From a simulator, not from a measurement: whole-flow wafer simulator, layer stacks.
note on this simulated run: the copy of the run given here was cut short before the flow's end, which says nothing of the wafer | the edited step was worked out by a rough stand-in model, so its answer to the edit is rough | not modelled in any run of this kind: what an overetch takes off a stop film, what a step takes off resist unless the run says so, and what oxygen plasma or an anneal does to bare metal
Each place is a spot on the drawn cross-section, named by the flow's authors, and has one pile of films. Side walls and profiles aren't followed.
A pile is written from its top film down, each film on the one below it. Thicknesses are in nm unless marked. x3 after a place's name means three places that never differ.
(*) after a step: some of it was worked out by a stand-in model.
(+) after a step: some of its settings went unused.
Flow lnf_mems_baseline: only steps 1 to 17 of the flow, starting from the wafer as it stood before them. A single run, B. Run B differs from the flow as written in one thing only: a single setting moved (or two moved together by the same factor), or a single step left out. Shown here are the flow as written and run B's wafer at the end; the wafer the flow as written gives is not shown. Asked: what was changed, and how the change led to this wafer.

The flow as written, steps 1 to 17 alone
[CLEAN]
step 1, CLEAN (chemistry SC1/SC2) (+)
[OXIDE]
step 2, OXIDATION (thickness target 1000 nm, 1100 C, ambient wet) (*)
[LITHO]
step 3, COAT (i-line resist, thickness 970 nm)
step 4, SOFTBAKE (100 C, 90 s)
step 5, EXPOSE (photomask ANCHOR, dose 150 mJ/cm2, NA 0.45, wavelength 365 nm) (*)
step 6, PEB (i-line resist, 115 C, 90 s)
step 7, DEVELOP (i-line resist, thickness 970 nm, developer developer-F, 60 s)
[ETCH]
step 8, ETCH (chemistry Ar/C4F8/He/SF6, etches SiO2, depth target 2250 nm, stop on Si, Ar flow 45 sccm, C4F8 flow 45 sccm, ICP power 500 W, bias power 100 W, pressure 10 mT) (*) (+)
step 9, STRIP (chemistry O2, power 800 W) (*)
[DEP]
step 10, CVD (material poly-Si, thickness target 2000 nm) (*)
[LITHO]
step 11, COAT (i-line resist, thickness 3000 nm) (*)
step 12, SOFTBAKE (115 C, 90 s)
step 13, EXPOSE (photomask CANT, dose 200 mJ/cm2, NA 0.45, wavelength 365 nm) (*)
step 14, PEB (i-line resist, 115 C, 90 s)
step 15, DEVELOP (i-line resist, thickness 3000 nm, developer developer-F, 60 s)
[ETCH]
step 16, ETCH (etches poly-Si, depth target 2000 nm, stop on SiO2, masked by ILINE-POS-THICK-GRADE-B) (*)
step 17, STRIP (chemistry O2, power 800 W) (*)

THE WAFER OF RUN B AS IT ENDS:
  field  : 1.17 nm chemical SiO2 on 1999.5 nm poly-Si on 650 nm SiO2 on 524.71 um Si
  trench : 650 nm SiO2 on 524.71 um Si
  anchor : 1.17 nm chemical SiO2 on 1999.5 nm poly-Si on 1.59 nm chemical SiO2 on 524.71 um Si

Cause: step 2, OXIDATION: thickness target 650 nm was run, while the flow as written has thickness target 1000 nm.
One can read it off the wafer: field has SiO2 650, and step 2 as written asks for 1000 nm.

The path from the change to this, step by step:
  step 2, OXIDATION (thickness target 1000 nm, 1100 C, ambient wet) (*)
      field, anchor, beam, trench, char_slit: +650 SiO2 (new film), -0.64 chemical SiO2 (all of it), -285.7 Si (in the flow as written it would be: +1000 SiO2 (new film), -0.64 chemical SiO2 (all of it), -439.7 Si)
  step 8, ETCH (chemistry Ar/C4F8/He/SF6, etches SiO2, depth target 2250 nm, stop on Si, Ar flow 45 sccm, C4F8 flow 45 sccm, ICP power 500 W, bias power 100 W, pressure 10 mT) (*) (+)
      field, beam, trench, char_slit: -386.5 i-line resist (in the flow as written it would be: -561.5 i-line resist)
      anchor: -650 SiO2 (all of it) (in the flow as written it would be: -1000 SiO2 (all of it))
  step 9, STRIP (chemistry O2, power 800 W) (*)
      field, beam, trench, char_slit: -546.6 i-line resist (all of it) (in the flow as written it would be: -371.6 i-line resist (all of it))
  step 10, CVD (material poly-Si, thickness target 2000 nm) (*)
      anchor: +2000 poly-Si (new film) (in the flow as written it would be: +2322 poly-Si (new film))
